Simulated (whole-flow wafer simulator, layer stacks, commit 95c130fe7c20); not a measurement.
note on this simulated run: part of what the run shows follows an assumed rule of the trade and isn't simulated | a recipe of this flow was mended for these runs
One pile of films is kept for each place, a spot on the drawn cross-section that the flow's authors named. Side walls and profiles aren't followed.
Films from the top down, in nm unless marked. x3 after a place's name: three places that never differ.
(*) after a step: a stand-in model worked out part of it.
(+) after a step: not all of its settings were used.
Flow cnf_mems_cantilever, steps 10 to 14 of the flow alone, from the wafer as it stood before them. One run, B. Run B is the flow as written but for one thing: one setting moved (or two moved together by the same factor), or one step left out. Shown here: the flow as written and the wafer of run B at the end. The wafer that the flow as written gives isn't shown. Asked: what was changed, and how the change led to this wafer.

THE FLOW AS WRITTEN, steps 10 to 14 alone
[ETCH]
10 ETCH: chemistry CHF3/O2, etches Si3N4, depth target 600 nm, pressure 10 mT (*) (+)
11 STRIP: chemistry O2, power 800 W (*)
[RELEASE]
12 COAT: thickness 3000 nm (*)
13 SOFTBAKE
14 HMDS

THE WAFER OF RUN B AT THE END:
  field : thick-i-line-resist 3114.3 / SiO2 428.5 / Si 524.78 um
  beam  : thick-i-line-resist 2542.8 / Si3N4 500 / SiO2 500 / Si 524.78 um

The cause: step 10, ETCH: depth target 643 nm was run, where the flow has depth target 600 nm.

How the change led to this, step by step:
  10 ETCH: chemistry CHF3/O2, etches Si3N4, depth target 600 nm, pressure 10 mT (*) (+)
      field: Si3N4 -500 (all of it), SiO2 -71.5 (as written it would be: Si3N4 -500 (all of it), SiO2 -50)
      beam: KrF-resist -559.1 (as written it would be: KrF-resist -521.7)
  11 STRIP: chemistry O2, power 800 W (*)
      beam: KrF-resist -423.5 (all of it) (as written it would be: KrF-resist -460.9 (all of it))
  13 SOFTBAKE
      field: thick-i-line-resist +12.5 (as written it would be: thick-i-line-resist +11.9)
      beam: thick-i-line-resist -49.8 (as written it would be: thick-i-line-resist -47.6)
